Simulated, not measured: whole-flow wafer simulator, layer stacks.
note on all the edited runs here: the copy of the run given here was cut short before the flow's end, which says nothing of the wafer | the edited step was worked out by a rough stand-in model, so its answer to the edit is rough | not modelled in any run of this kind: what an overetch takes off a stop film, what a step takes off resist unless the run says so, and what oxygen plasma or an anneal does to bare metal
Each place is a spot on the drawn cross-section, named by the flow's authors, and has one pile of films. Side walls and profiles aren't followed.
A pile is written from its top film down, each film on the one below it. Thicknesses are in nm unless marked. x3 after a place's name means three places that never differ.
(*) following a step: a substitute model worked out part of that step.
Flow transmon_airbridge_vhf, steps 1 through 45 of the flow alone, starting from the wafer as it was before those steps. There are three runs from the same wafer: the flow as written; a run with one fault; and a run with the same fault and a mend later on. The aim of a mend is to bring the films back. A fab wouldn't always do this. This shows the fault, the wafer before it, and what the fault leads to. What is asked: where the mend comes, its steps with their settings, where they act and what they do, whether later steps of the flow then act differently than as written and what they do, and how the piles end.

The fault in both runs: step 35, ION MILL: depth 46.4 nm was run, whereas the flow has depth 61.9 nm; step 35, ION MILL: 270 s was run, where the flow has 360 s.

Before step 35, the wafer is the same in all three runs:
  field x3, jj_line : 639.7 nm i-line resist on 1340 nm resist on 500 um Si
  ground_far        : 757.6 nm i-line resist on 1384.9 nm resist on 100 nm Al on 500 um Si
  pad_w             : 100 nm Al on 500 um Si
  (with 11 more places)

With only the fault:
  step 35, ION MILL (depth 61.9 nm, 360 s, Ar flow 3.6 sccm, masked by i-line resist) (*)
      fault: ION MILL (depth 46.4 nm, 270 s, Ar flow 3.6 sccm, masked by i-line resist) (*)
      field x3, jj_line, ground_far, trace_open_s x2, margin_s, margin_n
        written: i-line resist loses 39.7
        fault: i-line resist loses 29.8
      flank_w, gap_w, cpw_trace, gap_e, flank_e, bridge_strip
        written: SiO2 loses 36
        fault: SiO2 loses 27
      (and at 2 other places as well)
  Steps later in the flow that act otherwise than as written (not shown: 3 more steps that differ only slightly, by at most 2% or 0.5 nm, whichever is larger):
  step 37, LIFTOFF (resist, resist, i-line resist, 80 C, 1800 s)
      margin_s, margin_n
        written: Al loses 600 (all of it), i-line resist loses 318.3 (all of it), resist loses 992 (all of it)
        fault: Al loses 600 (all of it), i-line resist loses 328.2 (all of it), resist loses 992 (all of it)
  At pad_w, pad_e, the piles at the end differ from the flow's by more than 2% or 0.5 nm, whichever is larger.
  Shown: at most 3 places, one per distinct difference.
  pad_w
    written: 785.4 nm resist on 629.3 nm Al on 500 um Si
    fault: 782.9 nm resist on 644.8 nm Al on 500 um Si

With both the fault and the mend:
  The mend stands after step 35.
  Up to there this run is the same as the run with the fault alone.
  step 35a, ION MILL (depth 15.5 nm, 90.15 s, Ar flow 3.6 sccm, masked by i-line resist) (*) (the flow's step 35, run once more with other settings)
      field x3, jj_line, ground_far, trace_open_s x2, margin_s, margin_n
        i-line resist loses 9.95
      flank_w, gap_w, cpw_trace, gap_e, flank_e, bridge_strip
        SiO2 loses 9.01
      pad_w, pad_e
        Al loses 15.5
  Later steps of the flow that are run all act as written at every place that is followed.
  By the end, the piles equal the flow's at every place that both follow.
